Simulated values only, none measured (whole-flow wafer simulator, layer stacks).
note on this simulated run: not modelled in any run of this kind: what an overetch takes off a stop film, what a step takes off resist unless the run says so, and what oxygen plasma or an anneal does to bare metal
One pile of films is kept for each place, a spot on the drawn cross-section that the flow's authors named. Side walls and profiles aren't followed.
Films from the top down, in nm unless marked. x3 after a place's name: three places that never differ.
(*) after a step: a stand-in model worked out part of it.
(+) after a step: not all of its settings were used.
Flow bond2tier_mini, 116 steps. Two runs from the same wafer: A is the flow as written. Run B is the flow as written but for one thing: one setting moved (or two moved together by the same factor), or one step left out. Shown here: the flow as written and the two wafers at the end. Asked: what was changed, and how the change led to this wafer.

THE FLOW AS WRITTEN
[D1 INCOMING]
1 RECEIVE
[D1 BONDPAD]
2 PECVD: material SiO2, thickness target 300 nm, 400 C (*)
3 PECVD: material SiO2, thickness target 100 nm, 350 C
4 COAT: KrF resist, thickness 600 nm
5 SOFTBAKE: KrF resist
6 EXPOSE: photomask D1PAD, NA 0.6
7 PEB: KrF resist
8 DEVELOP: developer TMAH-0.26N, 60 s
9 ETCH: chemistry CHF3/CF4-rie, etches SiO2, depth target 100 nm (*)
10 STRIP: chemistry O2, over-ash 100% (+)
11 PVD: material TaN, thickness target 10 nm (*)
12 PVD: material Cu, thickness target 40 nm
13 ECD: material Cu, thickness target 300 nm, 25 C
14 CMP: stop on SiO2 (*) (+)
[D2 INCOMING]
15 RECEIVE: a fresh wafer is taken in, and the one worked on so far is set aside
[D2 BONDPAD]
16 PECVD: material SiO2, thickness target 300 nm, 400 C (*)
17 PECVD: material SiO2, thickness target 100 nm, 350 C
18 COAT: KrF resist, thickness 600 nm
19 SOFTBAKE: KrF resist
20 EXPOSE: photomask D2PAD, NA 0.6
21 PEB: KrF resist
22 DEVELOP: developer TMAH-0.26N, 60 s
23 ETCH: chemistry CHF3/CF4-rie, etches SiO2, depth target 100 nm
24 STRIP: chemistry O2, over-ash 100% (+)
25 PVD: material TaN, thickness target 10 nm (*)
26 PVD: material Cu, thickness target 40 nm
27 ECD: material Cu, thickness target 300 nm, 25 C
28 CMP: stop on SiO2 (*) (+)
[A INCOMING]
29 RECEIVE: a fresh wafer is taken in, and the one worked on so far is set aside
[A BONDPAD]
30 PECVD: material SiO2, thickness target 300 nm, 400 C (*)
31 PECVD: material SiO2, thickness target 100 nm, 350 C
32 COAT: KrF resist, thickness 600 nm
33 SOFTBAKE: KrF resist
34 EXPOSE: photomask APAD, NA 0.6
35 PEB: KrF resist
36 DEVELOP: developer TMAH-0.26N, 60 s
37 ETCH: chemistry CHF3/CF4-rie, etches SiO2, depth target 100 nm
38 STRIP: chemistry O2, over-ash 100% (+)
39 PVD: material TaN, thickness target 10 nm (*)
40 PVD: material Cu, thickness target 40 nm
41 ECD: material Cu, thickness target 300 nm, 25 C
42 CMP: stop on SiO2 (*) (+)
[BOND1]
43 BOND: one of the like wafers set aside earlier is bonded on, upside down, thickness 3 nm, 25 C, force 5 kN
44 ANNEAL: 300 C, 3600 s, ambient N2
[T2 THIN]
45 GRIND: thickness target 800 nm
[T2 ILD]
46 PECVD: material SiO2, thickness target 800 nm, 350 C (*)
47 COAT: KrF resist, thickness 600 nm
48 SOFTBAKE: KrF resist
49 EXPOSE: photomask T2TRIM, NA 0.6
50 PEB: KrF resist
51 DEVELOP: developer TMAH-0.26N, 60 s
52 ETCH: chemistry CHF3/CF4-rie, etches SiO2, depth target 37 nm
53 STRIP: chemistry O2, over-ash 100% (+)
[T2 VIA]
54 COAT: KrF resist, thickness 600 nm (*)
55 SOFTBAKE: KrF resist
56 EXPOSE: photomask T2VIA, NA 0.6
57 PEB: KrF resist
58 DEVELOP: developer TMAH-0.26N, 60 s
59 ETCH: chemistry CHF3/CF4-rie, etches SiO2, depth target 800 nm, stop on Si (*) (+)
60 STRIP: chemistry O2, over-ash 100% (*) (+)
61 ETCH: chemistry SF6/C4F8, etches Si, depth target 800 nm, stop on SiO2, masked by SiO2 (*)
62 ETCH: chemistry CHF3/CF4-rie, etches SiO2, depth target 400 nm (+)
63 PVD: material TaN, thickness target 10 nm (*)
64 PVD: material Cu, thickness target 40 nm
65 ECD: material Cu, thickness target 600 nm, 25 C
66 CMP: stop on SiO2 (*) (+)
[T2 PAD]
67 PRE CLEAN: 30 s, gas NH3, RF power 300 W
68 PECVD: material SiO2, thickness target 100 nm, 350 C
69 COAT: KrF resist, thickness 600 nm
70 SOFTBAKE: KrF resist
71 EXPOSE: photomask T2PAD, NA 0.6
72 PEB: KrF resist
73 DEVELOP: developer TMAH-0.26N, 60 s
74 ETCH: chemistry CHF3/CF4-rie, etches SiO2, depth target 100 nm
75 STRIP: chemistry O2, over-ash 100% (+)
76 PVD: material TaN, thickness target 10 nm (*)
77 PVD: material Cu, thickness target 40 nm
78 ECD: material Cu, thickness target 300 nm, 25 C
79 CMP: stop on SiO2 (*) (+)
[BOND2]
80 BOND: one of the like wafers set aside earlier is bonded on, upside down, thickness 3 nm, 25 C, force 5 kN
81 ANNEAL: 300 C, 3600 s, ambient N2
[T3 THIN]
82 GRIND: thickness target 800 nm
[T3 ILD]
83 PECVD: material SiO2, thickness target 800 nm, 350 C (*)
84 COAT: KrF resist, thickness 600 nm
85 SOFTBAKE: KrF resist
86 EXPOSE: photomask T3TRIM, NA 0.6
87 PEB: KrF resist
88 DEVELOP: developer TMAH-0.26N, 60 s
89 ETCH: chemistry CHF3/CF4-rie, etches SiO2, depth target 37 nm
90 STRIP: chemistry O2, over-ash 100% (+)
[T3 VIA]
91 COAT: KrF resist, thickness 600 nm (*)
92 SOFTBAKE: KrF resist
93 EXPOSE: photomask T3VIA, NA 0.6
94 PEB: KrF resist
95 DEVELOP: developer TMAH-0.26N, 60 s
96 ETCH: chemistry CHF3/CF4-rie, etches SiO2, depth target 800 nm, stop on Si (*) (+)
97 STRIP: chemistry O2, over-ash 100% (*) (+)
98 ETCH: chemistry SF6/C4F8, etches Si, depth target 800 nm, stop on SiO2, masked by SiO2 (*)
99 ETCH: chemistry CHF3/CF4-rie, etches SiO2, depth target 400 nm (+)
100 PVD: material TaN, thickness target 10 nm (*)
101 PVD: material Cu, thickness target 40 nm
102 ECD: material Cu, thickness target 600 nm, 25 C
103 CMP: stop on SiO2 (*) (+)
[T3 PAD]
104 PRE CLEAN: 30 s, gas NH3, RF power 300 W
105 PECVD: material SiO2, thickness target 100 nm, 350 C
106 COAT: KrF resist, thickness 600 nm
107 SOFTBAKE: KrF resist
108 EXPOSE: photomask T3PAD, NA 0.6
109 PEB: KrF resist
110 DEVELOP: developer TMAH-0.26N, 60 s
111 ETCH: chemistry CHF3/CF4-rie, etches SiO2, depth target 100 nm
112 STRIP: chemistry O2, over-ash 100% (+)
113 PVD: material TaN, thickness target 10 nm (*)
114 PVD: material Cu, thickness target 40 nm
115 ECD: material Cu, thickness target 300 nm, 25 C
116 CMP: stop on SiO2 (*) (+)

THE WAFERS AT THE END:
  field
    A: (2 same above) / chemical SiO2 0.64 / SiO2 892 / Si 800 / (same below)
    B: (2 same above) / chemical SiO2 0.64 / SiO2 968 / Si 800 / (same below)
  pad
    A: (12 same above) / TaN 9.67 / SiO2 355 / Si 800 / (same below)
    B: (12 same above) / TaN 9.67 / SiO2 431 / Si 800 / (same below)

The cause: step 62, ETCH: depth target 324 nm was run, where the flow has depth target 400 nm.

How the change led to this, step by step:
  62 ETCH: chemistry CHF3/CF4-rie, etches SiO2, depth target 400 nm (+)
      field, pad: A SiO2 -400 | B SiO2 -324
